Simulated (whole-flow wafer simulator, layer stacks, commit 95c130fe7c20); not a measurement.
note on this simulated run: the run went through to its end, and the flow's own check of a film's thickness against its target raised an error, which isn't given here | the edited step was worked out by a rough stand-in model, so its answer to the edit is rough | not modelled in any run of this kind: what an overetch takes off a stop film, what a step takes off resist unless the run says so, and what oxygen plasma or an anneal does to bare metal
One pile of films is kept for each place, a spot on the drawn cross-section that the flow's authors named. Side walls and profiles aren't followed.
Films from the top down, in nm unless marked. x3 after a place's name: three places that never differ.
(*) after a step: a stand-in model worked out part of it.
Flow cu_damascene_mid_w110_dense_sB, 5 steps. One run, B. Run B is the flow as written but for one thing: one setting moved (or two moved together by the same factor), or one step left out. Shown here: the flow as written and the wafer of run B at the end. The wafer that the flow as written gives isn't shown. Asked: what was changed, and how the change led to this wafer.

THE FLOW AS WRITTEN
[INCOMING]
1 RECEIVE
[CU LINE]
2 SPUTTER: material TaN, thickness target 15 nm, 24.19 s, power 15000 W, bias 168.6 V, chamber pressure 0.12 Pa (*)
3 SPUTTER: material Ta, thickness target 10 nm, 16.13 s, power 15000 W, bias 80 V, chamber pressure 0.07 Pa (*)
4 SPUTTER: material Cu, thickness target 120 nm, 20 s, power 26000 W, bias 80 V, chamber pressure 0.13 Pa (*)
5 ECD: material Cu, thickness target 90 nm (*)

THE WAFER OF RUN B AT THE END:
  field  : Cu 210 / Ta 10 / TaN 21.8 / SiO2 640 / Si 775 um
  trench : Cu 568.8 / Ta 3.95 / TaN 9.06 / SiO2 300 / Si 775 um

The cause: step 2, SPUTTER: thickness target 21.8 nm was run, where the flow has thickness target 15 nm; step 2, SPUTTER: 35.08 s was run, where the flow has 24.19 s.
It can be read off the wafer: field has TaN 21.8, and step 2 as written asks for 15 nm.

How the change led to this, step by step:
  2 SPUTTER: material TaN, thickness target 15 nm, 24.19 s, power 15000 W, bias 168.6 V, chamber pressure 0.12 Pa (*)
      field: TaN +21.8 (new film) (as written it would be: TaN +15 (new film))
      trench: TaN +9.06 (new film) (as written it would be: TaN +6.23 (new film))
  4 SPUTTER: material Cu, thickness target 120 nm, 20 s, power 26000 W, bias 80 V, chamber pressure 0.13 Pa (*)
      trench: Cu +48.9 (new film) (as written it would be: Cu +49.9 (new film))
